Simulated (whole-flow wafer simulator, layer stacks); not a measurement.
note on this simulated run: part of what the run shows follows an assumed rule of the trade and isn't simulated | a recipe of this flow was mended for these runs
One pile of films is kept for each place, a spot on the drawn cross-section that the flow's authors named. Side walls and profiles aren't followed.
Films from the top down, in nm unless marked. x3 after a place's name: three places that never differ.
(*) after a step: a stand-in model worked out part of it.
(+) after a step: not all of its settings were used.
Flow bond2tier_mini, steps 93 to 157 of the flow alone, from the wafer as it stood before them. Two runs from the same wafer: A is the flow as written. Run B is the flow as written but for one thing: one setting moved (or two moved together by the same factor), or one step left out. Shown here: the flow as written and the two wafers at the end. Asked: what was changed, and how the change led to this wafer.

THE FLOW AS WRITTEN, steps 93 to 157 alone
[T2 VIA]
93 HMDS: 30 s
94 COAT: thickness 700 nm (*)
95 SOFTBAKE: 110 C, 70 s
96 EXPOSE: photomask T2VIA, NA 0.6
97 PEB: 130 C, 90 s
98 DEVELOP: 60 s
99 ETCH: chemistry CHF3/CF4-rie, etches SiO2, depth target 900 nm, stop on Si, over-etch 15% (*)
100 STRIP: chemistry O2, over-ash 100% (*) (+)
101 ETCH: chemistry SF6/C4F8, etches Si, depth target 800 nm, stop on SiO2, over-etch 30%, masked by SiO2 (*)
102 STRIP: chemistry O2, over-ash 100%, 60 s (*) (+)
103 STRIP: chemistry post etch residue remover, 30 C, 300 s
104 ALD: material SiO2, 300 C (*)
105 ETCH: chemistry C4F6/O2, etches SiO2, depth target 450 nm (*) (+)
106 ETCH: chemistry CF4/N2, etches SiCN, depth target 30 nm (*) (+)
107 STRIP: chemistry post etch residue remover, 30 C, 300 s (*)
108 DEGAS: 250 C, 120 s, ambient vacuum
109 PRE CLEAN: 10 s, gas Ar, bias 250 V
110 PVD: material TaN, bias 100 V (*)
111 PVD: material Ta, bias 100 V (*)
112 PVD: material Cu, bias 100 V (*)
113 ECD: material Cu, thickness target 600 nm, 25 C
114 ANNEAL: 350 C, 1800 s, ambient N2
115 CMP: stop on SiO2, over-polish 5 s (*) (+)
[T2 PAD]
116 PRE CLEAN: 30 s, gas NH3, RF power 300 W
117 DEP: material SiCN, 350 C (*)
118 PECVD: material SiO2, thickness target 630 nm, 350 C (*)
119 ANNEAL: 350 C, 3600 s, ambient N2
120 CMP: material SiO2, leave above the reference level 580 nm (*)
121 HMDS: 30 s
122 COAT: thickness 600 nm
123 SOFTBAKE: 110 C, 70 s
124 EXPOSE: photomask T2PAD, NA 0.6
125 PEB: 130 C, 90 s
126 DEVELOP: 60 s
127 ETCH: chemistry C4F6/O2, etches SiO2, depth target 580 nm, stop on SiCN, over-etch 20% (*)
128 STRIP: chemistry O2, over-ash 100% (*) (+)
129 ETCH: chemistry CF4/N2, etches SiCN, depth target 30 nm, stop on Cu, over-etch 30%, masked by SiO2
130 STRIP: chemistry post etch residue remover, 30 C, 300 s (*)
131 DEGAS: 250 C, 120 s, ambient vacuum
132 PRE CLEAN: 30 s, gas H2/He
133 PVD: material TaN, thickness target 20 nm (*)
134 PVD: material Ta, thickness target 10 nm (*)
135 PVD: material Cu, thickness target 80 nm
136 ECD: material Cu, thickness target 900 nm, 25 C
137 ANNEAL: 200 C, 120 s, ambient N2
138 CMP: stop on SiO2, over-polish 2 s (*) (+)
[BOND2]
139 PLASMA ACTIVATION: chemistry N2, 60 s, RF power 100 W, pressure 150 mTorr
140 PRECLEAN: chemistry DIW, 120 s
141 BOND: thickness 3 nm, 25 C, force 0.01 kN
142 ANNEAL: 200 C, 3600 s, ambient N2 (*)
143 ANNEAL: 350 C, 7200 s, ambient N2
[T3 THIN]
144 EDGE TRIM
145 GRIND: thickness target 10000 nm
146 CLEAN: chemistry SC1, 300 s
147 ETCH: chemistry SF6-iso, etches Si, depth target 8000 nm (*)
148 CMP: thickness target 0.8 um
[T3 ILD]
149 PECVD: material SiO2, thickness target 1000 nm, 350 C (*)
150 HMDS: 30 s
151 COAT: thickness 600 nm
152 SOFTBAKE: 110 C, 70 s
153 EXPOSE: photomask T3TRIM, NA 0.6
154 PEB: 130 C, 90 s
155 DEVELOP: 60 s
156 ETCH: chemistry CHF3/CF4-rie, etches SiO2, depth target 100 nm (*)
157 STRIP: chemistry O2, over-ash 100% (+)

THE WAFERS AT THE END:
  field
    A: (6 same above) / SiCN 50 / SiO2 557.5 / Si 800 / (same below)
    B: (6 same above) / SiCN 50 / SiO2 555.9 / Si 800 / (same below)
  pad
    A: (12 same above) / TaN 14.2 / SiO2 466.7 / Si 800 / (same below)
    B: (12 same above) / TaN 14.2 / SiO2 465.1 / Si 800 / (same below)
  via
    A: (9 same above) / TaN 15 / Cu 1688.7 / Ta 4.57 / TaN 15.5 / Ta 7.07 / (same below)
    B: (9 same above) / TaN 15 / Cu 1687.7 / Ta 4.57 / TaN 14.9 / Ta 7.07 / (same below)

The cause: step 106, ETCH: depth target 32.5 nm was run, where the flow has depth target 30 nm.

How the change led to this, step by step:
  106 ETCH: chemistry CF4/N2, etches SiCN, depth target 30 nm (*) (+)
      field, pad: A SiO2 -20 | B SiO2 -21.7
      via: A SiCN -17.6 (all of it), TaN -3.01 | B SiCN -17.6 (all of it), TaN -3.62
